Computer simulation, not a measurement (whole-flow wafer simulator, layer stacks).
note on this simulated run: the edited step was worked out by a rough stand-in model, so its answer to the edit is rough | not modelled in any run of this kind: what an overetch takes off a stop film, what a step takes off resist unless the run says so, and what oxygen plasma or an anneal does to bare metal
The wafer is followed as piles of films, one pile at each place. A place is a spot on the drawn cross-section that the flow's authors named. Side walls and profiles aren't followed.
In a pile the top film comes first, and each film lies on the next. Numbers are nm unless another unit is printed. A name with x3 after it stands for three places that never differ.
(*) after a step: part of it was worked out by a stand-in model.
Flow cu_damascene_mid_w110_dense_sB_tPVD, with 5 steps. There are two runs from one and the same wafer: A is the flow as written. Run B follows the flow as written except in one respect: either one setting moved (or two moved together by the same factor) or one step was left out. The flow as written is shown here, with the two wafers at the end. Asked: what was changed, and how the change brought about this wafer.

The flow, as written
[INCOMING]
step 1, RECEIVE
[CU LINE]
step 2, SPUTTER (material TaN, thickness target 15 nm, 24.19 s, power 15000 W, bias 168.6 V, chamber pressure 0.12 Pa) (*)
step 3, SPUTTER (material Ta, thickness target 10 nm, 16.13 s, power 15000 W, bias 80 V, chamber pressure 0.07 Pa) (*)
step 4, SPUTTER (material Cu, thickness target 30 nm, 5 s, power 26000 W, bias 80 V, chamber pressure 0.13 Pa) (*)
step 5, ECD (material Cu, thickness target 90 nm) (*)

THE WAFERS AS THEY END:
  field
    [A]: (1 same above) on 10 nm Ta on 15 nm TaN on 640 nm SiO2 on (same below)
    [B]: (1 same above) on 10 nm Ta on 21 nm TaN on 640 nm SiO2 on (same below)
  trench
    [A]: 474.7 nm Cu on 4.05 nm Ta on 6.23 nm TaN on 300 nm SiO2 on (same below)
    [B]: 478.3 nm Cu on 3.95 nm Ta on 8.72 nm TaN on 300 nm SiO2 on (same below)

What caused this: step 2, SPUTTER: 33.87 s was run, whereas the flow has 24.19 s.

The path from the change to this, step by step:
  step 2, SPUTTER (material TaN, thickness target 15 nm, 24.19 s, power 15000 W, bias 168.6 V, chamber pressure 0.12 Pa) (*)
      field: A +15 TaN (new film) | B +21 TaN (new film)
      trench: A +6.23 TaN (new film) | B +8.72 TaN (new film)
